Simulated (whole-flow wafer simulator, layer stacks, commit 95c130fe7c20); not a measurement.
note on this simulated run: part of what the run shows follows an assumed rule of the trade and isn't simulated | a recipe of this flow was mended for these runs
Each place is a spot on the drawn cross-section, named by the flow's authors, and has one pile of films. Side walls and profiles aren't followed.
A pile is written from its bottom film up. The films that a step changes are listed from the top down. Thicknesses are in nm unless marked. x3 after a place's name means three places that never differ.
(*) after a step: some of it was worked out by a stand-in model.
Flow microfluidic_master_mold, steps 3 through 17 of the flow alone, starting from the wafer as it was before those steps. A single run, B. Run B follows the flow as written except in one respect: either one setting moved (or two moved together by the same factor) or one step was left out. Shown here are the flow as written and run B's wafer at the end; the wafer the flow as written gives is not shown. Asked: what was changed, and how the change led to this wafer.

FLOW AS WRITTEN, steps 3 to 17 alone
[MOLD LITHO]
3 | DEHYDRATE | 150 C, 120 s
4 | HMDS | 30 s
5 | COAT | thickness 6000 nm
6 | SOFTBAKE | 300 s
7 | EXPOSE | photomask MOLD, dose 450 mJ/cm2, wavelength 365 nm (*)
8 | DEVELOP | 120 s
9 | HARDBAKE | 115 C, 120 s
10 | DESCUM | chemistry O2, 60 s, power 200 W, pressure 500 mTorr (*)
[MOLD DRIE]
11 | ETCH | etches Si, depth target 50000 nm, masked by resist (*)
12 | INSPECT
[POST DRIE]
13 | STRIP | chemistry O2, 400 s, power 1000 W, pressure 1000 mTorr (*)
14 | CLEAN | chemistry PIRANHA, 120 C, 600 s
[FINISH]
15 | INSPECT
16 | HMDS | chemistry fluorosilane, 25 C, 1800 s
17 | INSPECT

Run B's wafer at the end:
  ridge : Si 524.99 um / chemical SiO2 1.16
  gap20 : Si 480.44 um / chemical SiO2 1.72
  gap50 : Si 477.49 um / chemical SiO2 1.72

Cause: step 5, COAT: thickness 7800 nm was run, though the flow has thickness 6000 nm.

How this came from the change, step by step:
  5 | COAT | thickness 6000 nm
      ridge, gap20, gap50, gap200 x2: +7800 thick-i-line-resist (new film) (in the flow as written it would be: +6000 thick-i-line-resist (new film))
  8 | DEVELOP | 120 s
      gap20, gap50, gap200 x2: -7800 thick-i-line-resist (all of it) (in the flow as written it would be: -6000 thick-i-line-resist (all of it))
  9 | HARDBAKE | 115 C, 120 s
      ridge: -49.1 thick-i-line-resist (in the flow as written it would be: -33.5 thick-i-line-resist)
  11 | ETCH | etches Si, depth target 50000 nm, masked by resist (*)
      gap20: -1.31 chemical SiO2 (all of it), -44.55 um Si (in the flow as written it would be: -1.31 chemical SiO2 (all of it), -44.81 um Si)
      gap50: -1.31 chemical SiO2 (all of it), -47.5 um Si (in the flow as written it would be: -1.31 chemical SiO2 (all of it), -47.62 um Si)
  13 | STRIP | chemistry O2, 400 s, power 1000 W, pressure 1000 mTorr (*)
      ridge: -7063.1 thick-i-line-resist (all of it), +0.56 chemical SiO2, -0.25 Si (in the flow as written it would be: -5278.7 thick-i-line-resist (all of it), +0.78 chemical SiO2, -0.34 Si)
